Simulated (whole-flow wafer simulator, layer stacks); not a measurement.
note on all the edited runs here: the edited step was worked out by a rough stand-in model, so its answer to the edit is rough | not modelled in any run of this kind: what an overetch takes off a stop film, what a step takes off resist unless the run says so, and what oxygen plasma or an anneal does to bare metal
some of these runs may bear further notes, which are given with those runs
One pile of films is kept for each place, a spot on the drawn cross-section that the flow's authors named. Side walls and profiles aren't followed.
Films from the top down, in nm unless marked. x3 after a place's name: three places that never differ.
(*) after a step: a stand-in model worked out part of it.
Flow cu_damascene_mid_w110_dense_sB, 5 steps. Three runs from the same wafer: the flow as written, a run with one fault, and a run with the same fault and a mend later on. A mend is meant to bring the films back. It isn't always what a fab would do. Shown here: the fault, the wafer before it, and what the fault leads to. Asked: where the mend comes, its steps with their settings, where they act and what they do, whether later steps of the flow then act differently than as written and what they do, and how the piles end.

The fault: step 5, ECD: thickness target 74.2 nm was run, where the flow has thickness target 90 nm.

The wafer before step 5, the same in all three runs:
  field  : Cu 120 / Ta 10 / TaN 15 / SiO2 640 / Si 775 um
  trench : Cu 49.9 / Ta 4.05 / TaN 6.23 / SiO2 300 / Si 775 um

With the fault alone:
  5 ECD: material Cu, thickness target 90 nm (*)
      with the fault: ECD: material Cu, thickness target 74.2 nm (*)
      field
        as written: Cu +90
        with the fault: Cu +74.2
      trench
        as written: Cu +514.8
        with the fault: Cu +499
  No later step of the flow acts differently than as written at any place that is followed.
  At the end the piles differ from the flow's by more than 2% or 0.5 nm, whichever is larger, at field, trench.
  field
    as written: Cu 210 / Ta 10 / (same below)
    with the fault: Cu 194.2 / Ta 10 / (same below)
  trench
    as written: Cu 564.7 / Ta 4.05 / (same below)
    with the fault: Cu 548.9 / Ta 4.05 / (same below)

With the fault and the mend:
  The mend comes after step 5.
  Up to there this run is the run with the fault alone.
  5a ECD: material Cu, thickness target 15.8 nm (the flow's step 5 once more, with other settings)
      field, trench
        Cu +15.8
  No later step of the flow acts differently than as written at any place that is followed.
  At the end the piles are the same as the flow's at every place that both follow.
